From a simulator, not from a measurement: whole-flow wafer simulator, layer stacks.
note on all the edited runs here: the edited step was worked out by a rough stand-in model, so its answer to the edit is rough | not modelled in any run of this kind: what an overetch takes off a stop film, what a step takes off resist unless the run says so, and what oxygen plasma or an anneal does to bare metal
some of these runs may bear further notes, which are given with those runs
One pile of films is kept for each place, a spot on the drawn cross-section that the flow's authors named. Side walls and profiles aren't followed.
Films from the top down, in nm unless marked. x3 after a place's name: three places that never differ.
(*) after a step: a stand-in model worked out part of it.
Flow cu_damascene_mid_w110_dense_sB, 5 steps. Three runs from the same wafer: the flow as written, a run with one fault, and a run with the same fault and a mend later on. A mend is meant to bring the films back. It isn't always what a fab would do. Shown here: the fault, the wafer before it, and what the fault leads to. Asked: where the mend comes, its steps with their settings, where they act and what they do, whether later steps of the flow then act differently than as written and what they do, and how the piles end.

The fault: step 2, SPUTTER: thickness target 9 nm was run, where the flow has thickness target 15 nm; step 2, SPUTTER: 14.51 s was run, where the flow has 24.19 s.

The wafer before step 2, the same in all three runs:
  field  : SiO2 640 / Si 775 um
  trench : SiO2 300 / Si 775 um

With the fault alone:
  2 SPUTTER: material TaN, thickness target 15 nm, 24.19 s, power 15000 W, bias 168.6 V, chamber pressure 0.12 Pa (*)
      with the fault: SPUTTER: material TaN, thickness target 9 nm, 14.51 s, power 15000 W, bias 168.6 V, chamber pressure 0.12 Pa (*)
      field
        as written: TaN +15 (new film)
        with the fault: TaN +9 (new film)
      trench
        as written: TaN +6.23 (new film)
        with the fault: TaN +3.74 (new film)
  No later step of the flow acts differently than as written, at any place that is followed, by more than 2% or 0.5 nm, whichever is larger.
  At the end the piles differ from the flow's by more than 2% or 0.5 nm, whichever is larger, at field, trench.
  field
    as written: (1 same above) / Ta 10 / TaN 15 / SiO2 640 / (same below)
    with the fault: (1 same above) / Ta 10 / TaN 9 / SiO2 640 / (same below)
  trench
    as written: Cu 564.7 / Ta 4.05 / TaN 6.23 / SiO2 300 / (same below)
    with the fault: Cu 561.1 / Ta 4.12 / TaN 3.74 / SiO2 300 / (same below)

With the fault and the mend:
  The mend comes after step 2.
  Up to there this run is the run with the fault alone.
  2a SPUTTER: material TaN, thickness target 6 nm, 9.676 s, power 15000 W, bias 168.6 V, chamber pressure 0.12 Pa (*) (the flow's step 2 once more, with other settings)
      field
        TaN +6
      trench
        TaN +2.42
  No later step of the flow acts differently than as written, at any place that is followed, by more than 2% or 0.5 nm, whichever is larger.
  At the end the piles differ from the flow's only slightly at the places that both follow, by at most 2% or 0.5 nm, whichever is larger.
